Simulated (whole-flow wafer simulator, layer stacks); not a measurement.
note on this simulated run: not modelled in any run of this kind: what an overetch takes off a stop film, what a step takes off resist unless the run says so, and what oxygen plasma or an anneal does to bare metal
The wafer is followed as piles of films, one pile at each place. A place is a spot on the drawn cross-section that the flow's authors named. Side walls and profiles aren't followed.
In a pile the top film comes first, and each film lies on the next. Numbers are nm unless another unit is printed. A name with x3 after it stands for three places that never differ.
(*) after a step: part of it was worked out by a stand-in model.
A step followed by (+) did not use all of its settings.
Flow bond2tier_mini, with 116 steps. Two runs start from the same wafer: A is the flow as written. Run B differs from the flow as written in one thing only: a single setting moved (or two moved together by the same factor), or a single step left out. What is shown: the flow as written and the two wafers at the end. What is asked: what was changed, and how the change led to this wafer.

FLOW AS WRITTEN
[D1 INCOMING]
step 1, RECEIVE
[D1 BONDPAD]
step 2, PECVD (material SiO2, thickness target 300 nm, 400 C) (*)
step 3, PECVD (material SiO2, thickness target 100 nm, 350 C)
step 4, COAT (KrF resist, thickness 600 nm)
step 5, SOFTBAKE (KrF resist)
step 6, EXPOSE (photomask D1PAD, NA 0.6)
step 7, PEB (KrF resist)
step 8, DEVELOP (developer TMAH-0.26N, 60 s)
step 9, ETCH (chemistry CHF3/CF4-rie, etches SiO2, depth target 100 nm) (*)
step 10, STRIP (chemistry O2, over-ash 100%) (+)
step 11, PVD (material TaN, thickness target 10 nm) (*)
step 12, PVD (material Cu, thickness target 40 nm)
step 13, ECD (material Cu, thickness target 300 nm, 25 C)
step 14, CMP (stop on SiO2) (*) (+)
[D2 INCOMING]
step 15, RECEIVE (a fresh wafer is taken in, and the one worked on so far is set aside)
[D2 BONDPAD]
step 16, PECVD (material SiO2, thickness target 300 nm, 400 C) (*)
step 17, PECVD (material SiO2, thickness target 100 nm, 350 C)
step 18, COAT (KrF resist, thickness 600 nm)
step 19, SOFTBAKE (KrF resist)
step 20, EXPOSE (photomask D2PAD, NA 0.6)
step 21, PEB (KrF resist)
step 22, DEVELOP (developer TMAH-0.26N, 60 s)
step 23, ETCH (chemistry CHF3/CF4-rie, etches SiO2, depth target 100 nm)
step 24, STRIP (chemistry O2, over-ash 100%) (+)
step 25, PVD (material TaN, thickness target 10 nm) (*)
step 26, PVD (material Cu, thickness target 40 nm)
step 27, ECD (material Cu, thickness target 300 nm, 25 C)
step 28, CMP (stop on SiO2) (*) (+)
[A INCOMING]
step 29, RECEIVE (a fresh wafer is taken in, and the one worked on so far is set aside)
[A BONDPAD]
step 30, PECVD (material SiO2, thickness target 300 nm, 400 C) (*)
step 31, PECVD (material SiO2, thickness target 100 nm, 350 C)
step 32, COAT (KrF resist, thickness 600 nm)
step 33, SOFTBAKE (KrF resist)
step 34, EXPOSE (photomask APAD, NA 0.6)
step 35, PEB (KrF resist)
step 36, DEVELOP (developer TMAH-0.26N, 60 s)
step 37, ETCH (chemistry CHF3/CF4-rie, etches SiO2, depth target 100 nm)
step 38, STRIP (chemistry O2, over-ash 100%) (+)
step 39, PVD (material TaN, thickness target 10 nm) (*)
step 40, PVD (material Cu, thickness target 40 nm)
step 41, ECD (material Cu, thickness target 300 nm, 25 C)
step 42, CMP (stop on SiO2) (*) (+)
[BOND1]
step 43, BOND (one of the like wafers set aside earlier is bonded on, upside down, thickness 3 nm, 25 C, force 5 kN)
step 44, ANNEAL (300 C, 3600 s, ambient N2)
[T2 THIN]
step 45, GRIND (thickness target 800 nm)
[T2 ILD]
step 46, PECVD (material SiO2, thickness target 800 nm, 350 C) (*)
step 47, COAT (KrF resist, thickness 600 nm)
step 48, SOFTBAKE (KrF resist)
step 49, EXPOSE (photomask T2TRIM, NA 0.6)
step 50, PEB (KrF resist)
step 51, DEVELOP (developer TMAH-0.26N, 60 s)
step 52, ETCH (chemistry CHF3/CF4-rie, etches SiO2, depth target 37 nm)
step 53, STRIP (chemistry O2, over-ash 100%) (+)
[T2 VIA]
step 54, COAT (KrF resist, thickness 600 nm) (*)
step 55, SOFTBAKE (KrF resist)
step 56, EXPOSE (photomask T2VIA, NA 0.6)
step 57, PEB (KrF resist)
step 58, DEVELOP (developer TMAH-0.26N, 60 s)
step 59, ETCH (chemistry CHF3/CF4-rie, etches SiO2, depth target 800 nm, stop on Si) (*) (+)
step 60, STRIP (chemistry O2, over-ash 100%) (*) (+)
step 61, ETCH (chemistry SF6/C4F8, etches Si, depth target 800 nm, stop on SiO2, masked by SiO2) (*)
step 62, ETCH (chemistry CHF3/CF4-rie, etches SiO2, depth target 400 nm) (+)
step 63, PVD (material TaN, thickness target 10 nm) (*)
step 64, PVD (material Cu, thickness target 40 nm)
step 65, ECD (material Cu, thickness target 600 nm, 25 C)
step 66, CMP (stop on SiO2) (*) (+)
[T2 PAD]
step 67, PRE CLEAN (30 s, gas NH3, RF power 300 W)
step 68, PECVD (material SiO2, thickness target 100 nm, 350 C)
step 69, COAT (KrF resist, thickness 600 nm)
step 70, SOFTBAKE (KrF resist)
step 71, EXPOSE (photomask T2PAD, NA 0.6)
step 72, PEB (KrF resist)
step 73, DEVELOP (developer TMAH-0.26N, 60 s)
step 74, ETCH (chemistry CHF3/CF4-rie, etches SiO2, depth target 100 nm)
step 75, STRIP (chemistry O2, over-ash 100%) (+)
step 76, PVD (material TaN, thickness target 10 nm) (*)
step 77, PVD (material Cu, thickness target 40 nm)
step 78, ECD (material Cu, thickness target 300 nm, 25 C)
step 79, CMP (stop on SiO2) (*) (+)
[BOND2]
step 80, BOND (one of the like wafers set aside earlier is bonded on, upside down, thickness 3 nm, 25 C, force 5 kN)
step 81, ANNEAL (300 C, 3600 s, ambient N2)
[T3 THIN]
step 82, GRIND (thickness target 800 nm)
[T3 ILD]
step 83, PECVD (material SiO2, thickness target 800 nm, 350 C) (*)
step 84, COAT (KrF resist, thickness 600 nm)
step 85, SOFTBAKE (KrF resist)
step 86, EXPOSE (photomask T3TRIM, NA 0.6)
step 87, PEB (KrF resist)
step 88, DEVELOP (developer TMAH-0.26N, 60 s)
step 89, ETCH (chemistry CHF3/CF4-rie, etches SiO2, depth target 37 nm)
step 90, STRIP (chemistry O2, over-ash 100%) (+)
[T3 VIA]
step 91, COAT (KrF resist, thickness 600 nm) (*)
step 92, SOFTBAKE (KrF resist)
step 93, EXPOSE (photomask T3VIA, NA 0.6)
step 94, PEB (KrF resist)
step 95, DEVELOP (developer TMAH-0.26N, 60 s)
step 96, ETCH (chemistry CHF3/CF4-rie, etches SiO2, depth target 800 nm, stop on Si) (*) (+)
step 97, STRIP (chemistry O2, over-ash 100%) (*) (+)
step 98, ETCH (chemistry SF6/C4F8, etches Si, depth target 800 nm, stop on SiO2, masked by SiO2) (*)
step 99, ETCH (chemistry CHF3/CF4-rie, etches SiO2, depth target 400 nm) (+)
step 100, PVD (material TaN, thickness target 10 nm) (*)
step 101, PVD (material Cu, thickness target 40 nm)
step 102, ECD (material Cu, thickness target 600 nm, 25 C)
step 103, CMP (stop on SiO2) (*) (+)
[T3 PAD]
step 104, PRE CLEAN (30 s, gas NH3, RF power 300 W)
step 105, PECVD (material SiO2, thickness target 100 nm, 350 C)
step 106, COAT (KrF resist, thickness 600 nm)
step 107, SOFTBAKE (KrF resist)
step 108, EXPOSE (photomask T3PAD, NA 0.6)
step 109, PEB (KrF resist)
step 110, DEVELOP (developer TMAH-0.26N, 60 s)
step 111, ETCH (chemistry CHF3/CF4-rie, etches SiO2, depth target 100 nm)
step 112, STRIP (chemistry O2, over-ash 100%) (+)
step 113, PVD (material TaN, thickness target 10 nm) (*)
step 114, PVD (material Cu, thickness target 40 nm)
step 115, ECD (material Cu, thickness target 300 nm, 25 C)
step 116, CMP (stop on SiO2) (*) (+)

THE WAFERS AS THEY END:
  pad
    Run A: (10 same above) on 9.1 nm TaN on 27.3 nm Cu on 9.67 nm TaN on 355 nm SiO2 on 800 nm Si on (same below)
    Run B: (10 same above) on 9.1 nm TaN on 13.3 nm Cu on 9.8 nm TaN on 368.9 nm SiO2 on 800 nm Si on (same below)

What caused this: step 52, ETCH: depth target 23.1 nm was run, while the flow as written has depth target 37 nm.

The path from the change to this, step by step:
  step 52, ETCH (chemistry CHF3/CF4-rie, etches SiO2, depth target 37 nm)
      pad, via: A SiO2 loses 37 | B SiO2 loses 23.1
      field: A KrF resist loses 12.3 | B KrF resist loses 7.7
  step 65, ECD (material Cu, thickness target 600 nm, 25 C)
      pad: A Cu gains 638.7 | B Cu gains 624.1
